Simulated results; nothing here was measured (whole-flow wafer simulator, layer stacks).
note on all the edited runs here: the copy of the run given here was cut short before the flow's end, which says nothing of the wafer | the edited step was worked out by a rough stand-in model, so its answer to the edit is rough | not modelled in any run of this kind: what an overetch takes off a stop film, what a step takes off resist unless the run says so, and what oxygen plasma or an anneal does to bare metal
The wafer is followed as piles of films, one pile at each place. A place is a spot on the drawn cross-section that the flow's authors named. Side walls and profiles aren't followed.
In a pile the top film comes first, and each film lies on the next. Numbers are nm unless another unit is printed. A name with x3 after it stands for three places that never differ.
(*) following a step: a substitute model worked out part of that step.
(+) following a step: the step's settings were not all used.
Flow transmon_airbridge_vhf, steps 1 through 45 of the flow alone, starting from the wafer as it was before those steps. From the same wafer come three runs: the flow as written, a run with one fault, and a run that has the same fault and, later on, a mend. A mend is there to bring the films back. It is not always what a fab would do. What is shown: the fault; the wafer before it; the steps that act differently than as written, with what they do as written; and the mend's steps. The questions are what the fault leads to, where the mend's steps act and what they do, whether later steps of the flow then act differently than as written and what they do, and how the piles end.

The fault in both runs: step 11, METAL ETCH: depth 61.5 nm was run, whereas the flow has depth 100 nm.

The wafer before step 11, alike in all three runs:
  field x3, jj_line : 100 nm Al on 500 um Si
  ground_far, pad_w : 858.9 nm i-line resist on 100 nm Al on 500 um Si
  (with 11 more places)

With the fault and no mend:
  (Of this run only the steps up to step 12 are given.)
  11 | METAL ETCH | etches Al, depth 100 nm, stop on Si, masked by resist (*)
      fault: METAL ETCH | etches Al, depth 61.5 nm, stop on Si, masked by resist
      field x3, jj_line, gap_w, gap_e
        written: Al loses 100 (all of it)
        fault: Al loses 61.5
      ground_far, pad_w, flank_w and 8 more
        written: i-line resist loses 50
        fault: i-line resist loses 30.8
  Later steps of the flow acting differently than as written:
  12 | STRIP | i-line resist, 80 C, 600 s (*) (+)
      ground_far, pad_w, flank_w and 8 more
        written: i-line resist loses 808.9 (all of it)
        fault: i-line resist loses 828.2 (all of it)
  The piles after step 12 differ from the flow's at field x3, jj_line, gap_w, gap_e by more than 2% or 0.5 nm, whichever is larger.
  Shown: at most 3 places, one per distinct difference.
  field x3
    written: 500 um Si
    fault: 38.5 nm Al on 500 um Si

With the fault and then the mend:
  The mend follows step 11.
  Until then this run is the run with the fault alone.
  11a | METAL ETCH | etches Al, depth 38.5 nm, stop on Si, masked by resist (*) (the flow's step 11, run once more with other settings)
      ground_far, pad_w, flank_w and 8 more
        i-line resist loses 19.2
      field x3, jj_line, gap_w, gap_e
        Al loses 38.5 (all of it)
  None of the later steps of the flow acts differently than as written at any place that is followed.
  At every place that both follow, the piles at the end match the flow's.
